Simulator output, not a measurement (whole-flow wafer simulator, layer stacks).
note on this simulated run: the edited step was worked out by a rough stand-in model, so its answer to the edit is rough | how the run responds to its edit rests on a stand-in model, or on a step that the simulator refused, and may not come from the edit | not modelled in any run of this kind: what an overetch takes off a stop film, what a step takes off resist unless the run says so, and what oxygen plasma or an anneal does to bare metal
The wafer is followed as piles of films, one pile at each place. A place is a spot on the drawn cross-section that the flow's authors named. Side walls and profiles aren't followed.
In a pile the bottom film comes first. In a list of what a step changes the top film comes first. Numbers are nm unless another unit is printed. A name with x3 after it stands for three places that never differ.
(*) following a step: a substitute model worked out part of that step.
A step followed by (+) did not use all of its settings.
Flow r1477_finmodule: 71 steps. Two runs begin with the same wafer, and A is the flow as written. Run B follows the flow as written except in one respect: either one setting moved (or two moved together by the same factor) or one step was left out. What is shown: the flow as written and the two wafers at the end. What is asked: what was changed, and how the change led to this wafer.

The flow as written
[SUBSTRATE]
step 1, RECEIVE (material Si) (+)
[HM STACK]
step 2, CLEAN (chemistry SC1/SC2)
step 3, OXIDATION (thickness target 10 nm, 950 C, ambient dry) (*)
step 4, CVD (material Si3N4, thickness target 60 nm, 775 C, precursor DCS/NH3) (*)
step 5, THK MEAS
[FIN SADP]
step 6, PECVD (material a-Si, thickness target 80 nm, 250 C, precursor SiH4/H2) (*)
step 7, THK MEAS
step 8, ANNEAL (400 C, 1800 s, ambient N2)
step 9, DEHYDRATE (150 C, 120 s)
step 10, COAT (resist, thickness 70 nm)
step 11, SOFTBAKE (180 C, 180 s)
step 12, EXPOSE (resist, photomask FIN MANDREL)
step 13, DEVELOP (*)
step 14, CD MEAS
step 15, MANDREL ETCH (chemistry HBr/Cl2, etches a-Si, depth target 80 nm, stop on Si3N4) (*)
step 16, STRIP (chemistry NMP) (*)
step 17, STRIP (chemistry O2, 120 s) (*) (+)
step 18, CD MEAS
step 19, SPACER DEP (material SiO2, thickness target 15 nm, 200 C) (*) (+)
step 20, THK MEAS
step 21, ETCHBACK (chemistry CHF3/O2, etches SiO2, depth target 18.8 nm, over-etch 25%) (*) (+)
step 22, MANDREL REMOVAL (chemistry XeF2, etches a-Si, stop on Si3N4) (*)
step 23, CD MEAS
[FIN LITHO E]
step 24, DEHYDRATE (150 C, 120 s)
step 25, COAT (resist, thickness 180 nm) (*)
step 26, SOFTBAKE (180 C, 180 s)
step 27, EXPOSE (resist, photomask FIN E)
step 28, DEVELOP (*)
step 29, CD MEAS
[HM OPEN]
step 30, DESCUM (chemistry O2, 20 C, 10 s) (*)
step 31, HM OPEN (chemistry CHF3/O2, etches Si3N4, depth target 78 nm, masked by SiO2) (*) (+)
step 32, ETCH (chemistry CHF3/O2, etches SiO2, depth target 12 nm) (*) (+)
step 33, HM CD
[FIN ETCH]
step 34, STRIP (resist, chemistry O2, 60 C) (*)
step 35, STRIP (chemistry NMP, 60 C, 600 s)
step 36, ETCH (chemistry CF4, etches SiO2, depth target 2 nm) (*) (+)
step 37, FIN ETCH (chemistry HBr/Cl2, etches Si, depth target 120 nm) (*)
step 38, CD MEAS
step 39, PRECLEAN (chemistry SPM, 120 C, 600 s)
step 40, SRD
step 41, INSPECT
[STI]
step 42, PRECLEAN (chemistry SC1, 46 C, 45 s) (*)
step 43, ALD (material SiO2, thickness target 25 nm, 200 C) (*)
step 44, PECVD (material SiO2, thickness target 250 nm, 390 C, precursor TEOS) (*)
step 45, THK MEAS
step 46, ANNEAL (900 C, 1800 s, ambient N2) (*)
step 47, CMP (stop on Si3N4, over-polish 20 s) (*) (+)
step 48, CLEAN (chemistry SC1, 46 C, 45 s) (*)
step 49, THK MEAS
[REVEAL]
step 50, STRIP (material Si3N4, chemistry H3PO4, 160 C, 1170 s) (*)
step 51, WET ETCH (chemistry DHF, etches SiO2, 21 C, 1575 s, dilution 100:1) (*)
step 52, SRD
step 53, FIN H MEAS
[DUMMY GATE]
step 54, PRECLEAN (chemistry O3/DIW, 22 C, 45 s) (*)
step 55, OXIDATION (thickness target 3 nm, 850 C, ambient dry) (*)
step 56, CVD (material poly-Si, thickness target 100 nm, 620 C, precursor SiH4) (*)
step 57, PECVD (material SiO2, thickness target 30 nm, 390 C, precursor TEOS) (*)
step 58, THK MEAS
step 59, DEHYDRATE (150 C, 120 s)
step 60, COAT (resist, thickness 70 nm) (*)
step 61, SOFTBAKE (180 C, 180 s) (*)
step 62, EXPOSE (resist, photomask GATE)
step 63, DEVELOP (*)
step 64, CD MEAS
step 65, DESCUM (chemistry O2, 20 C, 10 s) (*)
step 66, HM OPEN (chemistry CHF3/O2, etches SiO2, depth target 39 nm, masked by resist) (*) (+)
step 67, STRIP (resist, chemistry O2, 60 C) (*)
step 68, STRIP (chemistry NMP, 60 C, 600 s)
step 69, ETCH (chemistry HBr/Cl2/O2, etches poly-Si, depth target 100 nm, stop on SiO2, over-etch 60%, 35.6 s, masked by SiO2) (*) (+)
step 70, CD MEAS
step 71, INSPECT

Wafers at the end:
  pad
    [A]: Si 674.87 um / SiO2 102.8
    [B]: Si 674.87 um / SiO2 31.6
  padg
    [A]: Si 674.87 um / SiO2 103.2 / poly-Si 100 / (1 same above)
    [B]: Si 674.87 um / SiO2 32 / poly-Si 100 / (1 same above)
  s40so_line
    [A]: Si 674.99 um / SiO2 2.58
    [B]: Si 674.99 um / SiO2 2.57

What caused this: step 44, PECVD: thickness target 100 nm was run, while the flow as written has thickness target 250 nm.

The path from the change to this, step by step:
  step 44, PECVD (material SiO2, thickness target 250 nm, 390 C, precursor TEOS) (*)
      pad, padg, elg and 33 more: A +250 SiO2 | B +100 SiO2
  step 46, ANNEAL (900 C, 1800 s, ambient N2) (*)
      pad, padg, elg and 33 more: A -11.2 SiO2 | B -4.5 SiO2
  step 47, CMP (stop on Si3N4, over-polish 20 s) (*) (+)
      pad, padg, e40sg and 11 more: A -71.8 SiO2 | B nothing
      eso: A -72.4 SiO2 | B nothing
      (also at 21 further places)
  step 60, COAT (resist, thickness 70 nm) (*)
      e40lg, e100lg, e200lg, elo, e40lo, e100lo, e200lo: A +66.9 resist (new film) | B +63.3 resist (new film)
      e40sg, e40so: A +129.5 resist (new film) | B +197.3 resist (new film)
      (also at 23 further places)
  step 63, DEVELOP (*)
      elo, e40lo, e100lo, e200lo: A -66.9 resist (all of it) | B -63.3 resist (all of it)
      eso: A -129.5 resist (all of it) | B -196.6 resist (all of it)
      (also at 12 further places)
  step 67, STRIP (resist, chemistry O2, 60 C) (*)
      e40lg: A -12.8 resist (all of it) | B -9.19 resist (all of it)
      e40sg: A -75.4 resist (all of it) | B -143.1 resist (all of it)
      (also at 13 further places)
